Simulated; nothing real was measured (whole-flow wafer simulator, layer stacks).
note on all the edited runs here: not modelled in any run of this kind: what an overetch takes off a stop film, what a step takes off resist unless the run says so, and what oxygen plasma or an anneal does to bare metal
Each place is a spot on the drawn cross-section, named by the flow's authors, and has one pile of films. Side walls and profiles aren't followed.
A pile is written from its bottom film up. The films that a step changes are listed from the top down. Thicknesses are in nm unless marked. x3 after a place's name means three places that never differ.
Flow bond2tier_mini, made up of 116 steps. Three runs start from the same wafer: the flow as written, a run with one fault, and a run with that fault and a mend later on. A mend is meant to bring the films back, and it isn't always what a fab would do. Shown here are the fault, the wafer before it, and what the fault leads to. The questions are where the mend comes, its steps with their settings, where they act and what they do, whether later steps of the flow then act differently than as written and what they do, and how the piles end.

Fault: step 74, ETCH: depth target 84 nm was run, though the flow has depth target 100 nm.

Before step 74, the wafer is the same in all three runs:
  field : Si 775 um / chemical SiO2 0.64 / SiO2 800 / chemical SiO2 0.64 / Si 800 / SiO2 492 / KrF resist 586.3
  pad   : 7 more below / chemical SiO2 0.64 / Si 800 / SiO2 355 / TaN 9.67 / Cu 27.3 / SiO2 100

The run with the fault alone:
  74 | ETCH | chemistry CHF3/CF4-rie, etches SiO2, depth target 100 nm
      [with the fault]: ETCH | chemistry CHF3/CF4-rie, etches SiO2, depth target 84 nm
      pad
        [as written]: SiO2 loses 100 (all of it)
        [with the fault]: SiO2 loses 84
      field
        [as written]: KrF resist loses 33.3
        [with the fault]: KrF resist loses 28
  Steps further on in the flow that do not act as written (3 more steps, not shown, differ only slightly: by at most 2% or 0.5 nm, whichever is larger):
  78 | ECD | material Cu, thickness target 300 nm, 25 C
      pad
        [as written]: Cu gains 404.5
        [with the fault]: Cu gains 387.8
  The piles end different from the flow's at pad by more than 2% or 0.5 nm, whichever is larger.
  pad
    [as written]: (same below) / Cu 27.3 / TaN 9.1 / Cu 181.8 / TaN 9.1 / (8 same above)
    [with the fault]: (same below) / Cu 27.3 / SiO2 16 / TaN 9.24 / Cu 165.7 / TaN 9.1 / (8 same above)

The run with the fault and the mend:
  After step 74 comes the mend.
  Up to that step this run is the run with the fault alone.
  74a | ETCH | chemistry CHF3/CF4-rie, etches SiO2, depth target 16 nm (the flow's step 74, run once more with other settings)
      field
        KrF resist loses 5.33
      pad
        SiO2 loses 16 (all of it)
  Later steps of the flow that are run all act as written at every place that is followed.
  The piles end the same as the flow's at every place that both follow.
